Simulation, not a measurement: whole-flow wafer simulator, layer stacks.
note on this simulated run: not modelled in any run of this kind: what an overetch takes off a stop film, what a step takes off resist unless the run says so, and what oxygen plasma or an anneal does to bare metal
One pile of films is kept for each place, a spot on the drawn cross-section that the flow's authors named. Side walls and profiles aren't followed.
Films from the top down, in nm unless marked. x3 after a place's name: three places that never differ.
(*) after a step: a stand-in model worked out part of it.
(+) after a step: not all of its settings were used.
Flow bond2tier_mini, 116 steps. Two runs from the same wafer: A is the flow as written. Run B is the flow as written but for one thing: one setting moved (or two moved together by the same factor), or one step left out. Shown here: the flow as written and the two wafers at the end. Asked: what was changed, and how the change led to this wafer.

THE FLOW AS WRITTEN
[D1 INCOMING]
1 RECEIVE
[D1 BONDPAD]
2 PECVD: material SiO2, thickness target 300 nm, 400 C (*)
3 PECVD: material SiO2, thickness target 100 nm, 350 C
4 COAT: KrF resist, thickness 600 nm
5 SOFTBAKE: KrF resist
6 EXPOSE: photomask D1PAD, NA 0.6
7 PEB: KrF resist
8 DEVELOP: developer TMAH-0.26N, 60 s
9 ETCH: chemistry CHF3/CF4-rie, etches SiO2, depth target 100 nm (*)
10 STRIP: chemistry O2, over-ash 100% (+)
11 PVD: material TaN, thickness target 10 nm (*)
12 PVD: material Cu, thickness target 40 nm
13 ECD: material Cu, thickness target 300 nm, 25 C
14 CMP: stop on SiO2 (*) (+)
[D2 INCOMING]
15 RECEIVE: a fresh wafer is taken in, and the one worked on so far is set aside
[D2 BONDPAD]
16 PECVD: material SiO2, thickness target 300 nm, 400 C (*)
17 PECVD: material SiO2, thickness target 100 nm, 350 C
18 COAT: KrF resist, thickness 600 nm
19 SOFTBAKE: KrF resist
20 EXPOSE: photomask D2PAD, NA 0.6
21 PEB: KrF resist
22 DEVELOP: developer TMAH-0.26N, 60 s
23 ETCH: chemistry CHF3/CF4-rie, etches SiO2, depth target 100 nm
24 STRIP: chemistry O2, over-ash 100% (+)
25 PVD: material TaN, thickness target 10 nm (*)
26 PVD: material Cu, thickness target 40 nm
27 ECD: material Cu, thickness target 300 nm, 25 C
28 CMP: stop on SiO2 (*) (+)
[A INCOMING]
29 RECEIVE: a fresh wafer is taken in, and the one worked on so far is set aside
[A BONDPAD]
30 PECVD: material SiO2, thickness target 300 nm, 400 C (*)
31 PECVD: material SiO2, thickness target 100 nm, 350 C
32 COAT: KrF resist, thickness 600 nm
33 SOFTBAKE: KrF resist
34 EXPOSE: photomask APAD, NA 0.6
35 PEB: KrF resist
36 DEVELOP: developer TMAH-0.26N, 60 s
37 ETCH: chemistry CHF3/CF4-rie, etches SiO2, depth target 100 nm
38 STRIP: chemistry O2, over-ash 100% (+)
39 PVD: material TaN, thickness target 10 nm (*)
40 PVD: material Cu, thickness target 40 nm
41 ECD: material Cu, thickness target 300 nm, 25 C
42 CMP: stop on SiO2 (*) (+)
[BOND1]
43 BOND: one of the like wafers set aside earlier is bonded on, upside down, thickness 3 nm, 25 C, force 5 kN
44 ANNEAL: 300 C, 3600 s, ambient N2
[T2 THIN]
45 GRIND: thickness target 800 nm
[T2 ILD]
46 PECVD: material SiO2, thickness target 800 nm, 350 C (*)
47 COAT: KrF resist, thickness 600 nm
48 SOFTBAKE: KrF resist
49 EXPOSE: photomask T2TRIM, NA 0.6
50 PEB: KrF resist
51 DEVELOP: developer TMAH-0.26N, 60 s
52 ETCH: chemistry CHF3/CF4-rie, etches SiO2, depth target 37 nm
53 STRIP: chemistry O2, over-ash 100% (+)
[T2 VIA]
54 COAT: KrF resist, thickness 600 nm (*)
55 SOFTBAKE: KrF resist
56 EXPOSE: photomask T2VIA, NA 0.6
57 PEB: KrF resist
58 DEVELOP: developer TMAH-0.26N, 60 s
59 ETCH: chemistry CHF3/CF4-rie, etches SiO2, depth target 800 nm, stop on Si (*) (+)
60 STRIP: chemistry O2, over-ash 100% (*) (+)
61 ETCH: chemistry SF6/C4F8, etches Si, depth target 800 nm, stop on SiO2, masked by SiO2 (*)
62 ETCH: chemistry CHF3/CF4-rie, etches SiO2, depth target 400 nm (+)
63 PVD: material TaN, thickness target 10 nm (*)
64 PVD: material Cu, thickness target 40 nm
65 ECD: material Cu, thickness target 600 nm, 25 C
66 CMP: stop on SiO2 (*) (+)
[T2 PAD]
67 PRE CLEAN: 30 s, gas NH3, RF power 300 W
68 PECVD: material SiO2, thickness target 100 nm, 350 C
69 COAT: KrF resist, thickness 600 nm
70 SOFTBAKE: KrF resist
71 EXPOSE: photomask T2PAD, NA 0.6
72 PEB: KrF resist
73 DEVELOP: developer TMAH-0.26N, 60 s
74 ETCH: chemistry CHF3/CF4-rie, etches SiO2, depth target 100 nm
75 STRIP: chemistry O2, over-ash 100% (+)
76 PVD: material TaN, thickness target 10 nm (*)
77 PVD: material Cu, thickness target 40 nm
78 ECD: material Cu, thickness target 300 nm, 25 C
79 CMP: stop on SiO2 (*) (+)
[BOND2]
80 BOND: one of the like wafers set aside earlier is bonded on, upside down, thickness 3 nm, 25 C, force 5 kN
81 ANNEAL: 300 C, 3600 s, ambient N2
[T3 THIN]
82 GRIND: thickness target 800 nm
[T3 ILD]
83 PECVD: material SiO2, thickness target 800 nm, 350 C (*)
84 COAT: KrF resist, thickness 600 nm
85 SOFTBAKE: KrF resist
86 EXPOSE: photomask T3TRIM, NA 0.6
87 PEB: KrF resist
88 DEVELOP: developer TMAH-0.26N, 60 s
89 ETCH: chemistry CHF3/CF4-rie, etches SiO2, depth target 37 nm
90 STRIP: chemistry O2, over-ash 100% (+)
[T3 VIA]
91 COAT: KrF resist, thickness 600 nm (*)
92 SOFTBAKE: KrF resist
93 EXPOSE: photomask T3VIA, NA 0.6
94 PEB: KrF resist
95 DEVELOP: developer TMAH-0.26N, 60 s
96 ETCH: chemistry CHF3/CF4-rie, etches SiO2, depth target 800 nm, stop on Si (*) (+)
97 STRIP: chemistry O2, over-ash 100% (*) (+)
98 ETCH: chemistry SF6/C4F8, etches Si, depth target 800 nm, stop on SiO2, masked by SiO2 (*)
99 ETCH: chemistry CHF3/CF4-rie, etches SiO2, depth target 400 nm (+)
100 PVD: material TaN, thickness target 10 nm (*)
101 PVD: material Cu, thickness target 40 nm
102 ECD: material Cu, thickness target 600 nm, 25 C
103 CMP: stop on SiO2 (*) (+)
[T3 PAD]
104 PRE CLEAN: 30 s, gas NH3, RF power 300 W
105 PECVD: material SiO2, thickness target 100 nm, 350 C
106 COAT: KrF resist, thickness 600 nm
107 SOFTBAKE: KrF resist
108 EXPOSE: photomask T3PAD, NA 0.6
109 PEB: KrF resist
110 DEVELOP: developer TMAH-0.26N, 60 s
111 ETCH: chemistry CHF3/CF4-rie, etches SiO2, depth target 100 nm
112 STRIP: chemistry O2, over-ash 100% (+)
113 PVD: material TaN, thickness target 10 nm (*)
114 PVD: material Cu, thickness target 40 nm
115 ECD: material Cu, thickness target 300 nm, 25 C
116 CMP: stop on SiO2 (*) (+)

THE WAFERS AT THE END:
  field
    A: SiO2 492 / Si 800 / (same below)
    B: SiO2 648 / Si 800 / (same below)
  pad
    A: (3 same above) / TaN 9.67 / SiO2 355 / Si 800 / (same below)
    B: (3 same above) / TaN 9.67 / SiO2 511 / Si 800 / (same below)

The cause: step 99, ETCH: depth target 244 nm was run, where the flow has depth target 400 nm.

How the change led to this, step by step:
  99 ETCH: chemistry CHF3/CF4-rie, etches SiO2, depth target 400 nm (+)
      field, pad: A SiO2 -400 | B SiO2 -244
